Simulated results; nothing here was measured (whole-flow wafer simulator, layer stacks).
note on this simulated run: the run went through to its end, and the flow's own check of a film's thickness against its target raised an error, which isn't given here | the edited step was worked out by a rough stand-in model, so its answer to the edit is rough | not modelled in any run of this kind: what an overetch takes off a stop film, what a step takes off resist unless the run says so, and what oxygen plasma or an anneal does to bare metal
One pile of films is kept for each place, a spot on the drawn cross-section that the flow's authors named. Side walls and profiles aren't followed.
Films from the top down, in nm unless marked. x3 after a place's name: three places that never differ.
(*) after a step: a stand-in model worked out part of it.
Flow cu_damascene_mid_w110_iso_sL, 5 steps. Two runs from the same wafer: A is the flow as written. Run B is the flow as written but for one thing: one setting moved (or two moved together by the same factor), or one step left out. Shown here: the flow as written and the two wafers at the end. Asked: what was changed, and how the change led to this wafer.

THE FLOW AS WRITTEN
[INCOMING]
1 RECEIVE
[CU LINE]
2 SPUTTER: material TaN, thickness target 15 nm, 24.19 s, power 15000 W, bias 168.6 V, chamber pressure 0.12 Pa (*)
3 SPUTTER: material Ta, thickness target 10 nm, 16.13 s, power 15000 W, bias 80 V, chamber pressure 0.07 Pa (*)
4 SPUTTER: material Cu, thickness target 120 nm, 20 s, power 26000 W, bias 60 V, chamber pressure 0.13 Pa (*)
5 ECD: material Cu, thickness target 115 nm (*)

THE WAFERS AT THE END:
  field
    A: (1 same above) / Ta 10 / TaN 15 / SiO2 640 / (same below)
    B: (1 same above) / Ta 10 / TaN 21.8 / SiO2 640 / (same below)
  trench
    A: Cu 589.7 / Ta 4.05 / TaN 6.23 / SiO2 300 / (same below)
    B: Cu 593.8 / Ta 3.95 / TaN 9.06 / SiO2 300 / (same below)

The cause: step 2, SPUTTER: thickness target 21.8 nm was run, where the flow has thickness target 15 nm; step 2, SPUTTER: 35.08 s was run, where the flow has 24.19 s.
It can be read off the wafer: field has TaN 21.8, and step 2 as written asks for 15 nm.

How the change led to this, step by step:
  2 SPUTTER: material TaN, thickness target 15 nm, 24.19 s, power 15000 W, bias 168.6 V, chamber pressure 0.12 Pa (*)
      field: A TaN +15 (new film) | B TaN +21.8 (new film)
      trench: A TaN +6.23 (new film) | B TaN +9.06 (new film)
  4 SPUTTER: material Cu, thickness target 120 nm, 20 s, power 26000 W, bias 60 V, chamber pressure 0.13 Pa (*)
      trench: A Cu +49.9 (new film) | B Cu +48.8 (new film)
